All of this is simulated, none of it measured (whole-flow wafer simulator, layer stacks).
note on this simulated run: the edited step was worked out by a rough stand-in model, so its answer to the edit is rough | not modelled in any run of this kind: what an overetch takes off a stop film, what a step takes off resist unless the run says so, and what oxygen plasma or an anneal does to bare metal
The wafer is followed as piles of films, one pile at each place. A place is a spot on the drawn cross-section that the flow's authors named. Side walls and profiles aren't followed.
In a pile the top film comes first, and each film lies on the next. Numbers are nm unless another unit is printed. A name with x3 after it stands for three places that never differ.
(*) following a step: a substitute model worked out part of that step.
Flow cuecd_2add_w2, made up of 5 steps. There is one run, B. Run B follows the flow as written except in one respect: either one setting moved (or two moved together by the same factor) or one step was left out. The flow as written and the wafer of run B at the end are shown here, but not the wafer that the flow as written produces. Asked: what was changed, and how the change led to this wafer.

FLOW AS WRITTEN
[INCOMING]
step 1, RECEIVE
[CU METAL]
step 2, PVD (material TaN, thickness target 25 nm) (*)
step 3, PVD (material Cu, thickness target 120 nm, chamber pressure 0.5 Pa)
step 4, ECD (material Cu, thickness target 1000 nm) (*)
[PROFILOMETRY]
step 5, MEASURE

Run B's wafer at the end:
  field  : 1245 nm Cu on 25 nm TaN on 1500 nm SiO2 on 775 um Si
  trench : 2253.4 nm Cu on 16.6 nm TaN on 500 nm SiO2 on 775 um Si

What caused this: step 4, ECD: thickness target 1125 nm was run, whereas the flow has thickness target 1000 nm.

The path from the change to this, step by step:
  step 4, ECD (material Cu, thickness target 1000 nm) (*)
      field: +1125 Cu (in the flow as written it would be: +1000 Cu)
      trench: +2172.6 Cu (in the flow as written it would be: +2047.6 Cu)
